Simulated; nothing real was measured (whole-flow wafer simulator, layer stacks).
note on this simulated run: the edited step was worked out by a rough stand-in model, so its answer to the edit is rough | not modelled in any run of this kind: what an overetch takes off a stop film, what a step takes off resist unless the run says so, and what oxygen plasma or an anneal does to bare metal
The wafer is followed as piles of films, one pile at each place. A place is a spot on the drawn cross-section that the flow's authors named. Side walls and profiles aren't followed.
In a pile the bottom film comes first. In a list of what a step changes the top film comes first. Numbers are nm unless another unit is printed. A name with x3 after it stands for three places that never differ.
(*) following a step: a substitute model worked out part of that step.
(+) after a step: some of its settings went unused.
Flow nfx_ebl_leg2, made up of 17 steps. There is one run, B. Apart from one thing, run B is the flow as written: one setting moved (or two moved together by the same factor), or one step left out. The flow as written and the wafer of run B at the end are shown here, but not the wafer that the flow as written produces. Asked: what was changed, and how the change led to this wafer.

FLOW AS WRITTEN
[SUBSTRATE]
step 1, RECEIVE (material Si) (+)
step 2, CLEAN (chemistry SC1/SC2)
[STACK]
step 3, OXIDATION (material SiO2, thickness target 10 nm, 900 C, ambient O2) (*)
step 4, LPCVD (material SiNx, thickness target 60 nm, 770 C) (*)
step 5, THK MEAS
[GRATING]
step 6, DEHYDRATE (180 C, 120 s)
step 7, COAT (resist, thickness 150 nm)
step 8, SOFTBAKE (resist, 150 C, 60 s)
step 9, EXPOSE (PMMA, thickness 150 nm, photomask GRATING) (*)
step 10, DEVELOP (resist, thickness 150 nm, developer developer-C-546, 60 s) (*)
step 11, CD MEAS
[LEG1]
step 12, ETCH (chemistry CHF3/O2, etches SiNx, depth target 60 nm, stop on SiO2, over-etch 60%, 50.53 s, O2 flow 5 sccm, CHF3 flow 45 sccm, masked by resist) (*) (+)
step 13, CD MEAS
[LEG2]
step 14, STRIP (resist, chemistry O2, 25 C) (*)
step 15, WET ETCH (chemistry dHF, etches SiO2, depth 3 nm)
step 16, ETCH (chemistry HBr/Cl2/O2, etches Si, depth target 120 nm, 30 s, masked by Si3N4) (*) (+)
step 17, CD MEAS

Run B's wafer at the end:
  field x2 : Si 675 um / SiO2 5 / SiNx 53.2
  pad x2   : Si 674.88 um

The reason: step 3, OXIDATION: thickness target 5 nm was run, though the flow has thickness target 10 nm.
The wafer lets one read it off: field x2 has SiO2 5, and step 3 as written asks for 10 nm.

The path from the change to this, step by step:
  step 3, OXIDATION (material SiO2, thickness target 10 nm, 900 C, ambient O2) (*)
      field x2, pad x2: +5 SiO2 (new film), -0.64 chemical SiO2 (all of it), -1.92 Si (as written it would have been: +10 SiO2 (new film), -0.64 chemical SiO2 (all of it), -4.12 Si)
  step 12, ETCH (chemistry CHF3/O2, etches SiNx, depth target 60 nm, stop on SiO2, over-etch 60%, 50.53 s, O2 flow 5 sccm, CHF3 flow 45 sccm, masked by resist) (*) (+)
      pad x2: -60 SiNx (all of it), -5 SiO2 (all of it) (as written it would have been: -60 SiNx (all of it), -10 SiO2 (all of it))
